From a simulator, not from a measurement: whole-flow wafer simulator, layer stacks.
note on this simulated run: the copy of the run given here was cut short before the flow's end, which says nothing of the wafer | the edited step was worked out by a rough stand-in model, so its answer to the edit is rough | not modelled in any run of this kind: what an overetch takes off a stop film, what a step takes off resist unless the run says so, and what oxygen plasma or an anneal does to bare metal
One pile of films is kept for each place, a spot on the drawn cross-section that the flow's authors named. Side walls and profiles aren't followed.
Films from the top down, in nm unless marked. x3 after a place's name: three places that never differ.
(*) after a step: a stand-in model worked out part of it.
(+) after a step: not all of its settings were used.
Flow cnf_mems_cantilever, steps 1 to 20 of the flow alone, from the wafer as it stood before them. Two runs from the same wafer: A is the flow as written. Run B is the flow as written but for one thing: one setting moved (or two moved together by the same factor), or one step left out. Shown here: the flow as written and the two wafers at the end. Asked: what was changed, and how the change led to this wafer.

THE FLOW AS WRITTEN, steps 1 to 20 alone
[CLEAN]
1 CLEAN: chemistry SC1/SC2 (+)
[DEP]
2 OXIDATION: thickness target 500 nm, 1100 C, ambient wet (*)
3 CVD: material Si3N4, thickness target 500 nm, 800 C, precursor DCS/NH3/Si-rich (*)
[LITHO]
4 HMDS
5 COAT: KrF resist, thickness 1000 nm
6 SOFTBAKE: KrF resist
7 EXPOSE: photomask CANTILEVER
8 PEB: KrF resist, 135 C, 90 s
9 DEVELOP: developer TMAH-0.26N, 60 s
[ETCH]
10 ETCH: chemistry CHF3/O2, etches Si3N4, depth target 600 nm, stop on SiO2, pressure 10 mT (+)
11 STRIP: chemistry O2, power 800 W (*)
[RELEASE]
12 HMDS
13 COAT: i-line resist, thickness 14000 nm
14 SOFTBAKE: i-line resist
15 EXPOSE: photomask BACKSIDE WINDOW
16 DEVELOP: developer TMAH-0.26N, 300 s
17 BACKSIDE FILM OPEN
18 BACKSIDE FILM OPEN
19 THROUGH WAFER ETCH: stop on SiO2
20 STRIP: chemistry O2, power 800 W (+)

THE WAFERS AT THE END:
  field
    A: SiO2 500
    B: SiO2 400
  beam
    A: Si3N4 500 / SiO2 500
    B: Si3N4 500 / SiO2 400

The cause: step 2, OXIDATION: thickness target 400 nm was run, where the flow has thickness target 500 nm.
It can be read off the wafer: field has SiO2 400, and step 2 as written asks for 500 nm.

How the change led to this, step by step:
  2 OXIDATION: thickness target 500 nm, 1100 C, ambient wet (*)
      field, beam: A SiO2 +500 (new film), chemical SiO2 -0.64 (all of it), Si -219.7 | B SiO2 +400 (new film), chemical SiO2 -0.64 (all of it), Si -175.7
  19 THROUGH WAFER ETCH: stop on SiO2
      field: A under 1 film: Si -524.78 um (all of it) | B under 1 film: Si -524.82 um (all of it)
      beam: A under 2 films: Si -524.78 um (all of it) | B under 2 films: Si -524.82 um (all of it)
